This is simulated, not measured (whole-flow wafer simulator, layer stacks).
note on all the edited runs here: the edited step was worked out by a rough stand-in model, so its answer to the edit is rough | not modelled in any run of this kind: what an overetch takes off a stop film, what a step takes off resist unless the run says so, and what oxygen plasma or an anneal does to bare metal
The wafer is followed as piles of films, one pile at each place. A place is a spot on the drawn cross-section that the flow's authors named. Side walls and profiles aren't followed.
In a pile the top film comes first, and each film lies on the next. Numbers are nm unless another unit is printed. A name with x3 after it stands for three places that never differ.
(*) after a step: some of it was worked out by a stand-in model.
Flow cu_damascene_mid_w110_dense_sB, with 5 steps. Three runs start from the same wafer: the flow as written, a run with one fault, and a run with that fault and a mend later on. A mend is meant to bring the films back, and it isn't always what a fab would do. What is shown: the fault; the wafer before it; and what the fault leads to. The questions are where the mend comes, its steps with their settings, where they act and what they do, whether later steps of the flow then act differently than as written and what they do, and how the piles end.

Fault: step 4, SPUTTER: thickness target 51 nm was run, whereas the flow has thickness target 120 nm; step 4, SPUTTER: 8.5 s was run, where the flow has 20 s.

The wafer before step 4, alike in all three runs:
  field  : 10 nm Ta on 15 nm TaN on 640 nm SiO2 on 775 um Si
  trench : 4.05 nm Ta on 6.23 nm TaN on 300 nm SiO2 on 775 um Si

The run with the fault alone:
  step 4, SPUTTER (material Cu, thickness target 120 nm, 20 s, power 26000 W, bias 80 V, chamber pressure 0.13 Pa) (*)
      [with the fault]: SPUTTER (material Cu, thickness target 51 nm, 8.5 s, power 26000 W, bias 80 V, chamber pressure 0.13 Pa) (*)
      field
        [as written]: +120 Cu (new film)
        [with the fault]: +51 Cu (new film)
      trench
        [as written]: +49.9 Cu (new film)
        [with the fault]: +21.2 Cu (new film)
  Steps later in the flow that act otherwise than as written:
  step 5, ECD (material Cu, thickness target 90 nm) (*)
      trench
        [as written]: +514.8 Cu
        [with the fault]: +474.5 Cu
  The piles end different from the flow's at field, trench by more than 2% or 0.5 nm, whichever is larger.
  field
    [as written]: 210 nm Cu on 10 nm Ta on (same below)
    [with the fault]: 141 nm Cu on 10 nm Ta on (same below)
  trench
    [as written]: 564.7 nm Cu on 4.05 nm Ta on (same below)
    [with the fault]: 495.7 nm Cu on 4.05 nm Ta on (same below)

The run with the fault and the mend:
  The mend follows step 4.
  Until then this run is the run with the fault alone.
  step 4a, SPUTTER (material Cu, thickness target 69 nm, 11.5 s, power 26000 W, bias 80 V, chamber pressure 0.13 Pa) (*) (the flow's step 4, run once more with other settings)
      field
        +69 Cu
      trench
        +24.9 Cu
  Later steps of the flow that are run all act as written at every place that is followed, up to a difference of at most 2% or 0.5 nm, whichever is larger.
  At every place that both follow, the piles at the end match the flow's.
